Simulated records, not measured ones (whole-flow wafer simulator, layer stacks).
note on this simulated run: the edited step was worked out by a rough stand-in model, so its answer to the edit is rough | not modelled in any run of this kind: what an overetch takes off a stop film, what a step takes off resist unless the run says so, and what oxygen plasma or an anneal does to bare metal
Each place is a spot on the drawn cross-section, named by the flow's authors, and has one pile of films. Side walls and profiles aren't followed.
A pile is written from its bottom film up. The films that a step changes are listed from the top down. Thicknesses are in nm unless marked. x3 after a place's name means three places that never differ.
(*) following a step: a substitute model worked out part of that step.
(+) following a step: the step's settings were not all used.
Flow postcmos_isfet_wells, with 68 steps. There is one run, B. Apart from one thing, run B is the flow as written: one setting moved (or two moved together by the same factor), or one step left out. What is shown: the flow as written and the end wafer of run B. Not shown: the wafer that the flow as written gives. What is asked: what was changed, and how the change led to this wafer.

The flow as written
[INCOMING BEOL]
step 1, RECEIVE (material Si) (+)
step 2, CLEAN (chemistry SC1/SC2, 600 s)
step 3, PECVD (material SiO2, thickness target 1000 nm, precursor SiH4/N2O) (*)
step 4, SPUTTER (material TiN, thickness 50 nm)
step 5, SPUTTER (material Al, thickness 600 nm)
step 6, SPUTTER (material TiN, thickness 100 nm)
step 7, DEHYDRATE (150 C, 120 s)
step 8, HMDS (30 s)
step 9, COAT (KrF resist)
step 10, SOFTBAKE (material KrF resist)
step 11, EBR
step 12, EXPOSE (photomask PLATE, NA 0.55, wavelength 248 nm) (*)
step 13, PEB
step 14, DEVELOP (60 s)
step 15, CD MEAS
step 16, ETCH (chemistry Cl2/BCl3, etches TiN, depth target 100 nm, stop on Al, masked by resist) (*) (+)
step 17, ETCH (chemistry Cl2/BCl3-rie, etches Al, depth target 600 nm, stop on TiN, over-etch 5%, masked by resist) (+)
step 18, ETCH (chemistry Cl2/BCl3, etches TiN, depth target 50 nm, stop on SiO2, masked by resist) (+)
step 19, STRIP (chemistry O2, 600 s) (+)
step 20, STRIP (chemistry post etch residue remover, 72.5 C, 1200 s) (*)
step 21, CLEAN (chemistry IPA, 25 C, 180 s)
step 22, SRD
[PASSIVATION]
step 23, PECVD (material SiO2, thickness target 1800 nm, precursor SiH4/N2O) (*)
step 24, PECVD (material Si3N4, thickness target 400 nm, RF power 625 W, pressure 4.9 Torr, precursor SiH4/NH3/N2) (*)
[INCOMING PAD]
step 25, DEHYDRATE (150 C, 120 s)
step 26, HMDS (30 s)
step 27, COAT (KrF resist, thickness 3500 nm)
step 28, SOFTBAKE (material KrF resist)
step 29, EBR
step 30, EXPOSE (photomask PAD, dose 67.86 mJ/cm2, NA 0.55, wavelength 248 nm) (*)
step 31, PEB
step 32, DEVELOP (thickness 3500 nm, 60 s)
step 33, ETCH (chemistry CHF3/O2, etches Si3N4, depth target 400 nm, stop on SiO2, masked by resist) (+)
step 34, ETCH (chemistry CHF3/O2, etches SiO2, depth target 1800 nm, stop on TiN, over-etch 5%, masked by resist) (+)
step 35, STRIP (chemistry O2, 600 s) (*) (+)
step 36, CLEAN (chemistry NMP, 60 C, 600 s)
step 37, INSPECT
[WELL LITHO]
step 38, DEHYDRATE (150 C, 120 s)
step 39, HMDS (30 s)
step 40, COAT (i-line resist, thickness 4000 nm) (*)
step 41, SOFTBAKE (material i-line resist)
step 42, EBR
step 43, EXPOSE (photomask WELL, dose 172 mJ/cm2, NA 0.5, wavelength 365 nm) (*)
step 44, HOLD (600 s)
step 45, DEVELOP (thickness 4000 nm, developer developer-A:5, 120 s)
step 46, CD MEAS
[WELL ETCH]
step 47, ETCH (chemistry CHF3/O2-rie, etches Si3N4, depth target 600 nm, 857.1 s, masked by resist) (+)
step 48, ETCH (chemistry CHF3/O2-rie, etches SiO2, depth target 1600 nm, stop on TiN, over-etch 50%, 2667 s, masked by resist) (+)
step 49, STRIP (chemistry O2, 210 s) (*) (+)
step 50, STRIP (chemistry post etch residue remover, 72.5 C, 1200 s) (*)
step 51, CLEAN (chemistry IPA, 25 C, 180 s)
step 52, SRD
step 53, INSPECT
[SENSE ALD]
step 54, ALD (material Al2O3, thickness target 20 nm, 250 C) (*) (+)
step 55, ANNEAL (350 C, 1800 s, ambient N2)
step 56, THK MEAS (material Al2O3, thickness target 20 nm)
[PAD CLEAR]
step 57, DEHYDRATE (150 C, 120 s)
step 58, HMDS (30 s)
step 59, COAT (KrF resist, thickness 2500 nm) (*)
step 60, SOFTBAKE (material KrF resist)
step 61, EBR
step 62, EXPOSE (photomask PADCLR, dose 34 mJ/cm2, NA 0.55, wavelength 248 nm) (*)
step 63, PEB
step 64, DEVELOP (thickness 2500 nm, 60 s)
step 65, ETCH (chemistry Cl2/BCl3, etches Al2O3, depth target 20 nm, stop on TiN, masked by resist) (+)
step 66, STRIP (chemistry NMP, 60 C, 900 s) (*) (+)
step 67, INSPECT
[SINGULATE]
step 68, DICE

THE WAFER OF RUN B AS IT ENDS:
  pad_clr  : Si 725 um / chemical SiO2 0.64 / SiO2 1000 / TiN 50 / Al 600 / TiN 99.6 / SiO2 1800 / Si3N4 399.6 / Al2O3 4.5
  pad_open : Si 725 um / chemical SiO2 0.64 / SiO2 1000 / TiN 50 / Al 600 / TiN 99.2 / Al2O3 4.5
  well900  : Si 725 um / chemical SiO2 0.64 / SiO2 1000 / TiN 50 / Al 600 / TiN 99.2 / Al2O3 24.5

Cause: step 54, ALD: thickness target 24.5 nm was run, while the flow as written has thickness target 20 nm.
One can read it off the wafer: well900 has Al2O3 24.5, and step 54 as written asks for 20 nm.

How this came from the change, step by step:
  step 54, ALD (material Al2O3, thickness target 20 nm, 250 C) (*) (+)
      field, margin, well900, well1300 x3, pad_rim, pad_clr, pad_open: Al2O3 gains 24.5 (new film) (as written it would have been: Al2O3 gains 20 (new film))
  step 65, ETCH (chemistry Cl2/BCl3, etches Al2O3, depth target 20 nm, stop on TiN, masked by resist) (+)
      pad_clr, pad_open: Al2O3 loses 20 (as written it would have been: Al2O3 loses 20 (all of it))
